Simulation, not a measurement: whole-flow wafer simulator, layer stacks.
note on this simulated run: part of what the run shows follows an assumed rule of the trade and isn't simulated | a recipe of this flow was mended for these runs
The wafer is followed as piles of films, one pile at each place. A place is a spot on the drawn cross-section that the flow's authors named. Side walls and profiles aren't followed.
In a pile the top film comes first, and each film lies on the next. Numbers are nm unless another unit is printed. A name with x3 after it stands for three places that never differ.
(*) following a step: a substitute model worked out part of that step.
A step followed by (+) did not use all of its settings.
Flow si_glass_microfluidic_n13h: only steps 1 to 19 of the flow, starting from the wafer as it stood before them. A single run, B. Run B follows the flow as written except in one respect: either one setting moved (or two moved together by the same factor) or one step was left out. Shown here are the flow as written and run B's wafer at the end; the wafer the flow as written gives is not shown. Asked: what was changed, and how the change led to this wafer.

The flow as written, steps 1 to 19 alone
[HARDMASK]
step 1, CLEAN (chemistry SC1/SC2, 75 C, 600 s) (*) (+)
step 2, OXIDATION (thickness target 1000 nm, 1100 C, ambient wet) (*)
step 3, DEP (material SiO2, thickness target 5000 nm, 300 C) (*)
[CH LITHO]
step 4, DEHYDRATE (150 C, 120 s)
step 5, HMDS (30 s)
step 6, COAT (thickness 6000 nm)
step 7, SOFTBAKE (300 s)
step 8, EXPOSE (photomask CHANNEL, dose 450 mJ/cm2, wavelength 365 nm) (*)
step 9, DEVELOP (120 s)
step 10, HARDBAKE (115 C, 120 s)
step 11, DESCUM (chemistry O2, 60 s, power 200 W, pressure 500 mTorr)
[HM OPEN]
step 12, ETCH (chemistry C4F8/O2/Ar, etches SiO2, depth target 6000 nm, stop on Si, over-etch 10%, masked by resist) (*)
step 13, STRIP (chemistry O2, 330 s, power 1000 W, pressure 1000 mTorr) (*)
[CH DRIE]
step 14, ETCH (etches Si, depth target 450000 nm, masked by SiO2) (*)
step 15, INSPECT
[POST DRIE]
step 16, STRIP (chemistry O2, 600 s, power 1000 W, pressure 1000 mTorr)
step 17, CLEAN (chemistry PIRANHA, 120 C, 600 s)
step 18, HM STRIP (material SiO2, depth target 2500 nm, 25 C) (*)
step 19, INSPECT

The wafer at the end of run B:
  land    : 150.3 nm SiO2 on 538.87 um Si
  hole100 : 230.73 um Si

The reason: step 2, OXIDATION: thickness target 2550 nm was run, whereas the flow has thickness target 1000 nm.

Step by step, how the change led to this:
  step 2, OXIDATION (thickness target 1000 nm, 1100 C, ambient wet) (*)
      land, hole100: SiO2 gains 2550 (new film), chemical SiO2 loses 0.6 (all of it), Si loses 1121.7 (it would be, as written: SiO2 gains 1000 (new film), chemical SiO2 loses 0.6 (all of it), Si loses 439.7)
  step 12, ETCH (chemistry C4F8/O2/Ar, etches SiO2, depth target 6000 nm, stop on Si, over-etch 10%, masked by resist) (*)
      hole100: SiO2 loses 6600 (it would be, as written: SiO2 loses 6000 (all of it), Si loses 75)
  step 13, STRIP (chemistry O2, 330 s, power 1000 W, pressure 1000 mTorr) (*)
      hole100: nothing (it would be, as written: chemical SiO2 gains 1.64 (new film), Si loses 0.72)
  step 14, ETCH (etches Si, depth target 450000 nm, masked by SiO2) (*)
      hole100: SiO2 loses 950 (all of it), Si loses 308.14 um (it would be, as written: chemical SiO2 loses 1.64 (all of it), Si loses 450.64 um)
  step 18, HM STRIP (material SiO2, depth target 2500 nm, 25 C) (*)
      land: SiO2 loses 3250 (it would be, as written: SiO2 loses 1854.4 (all of it))
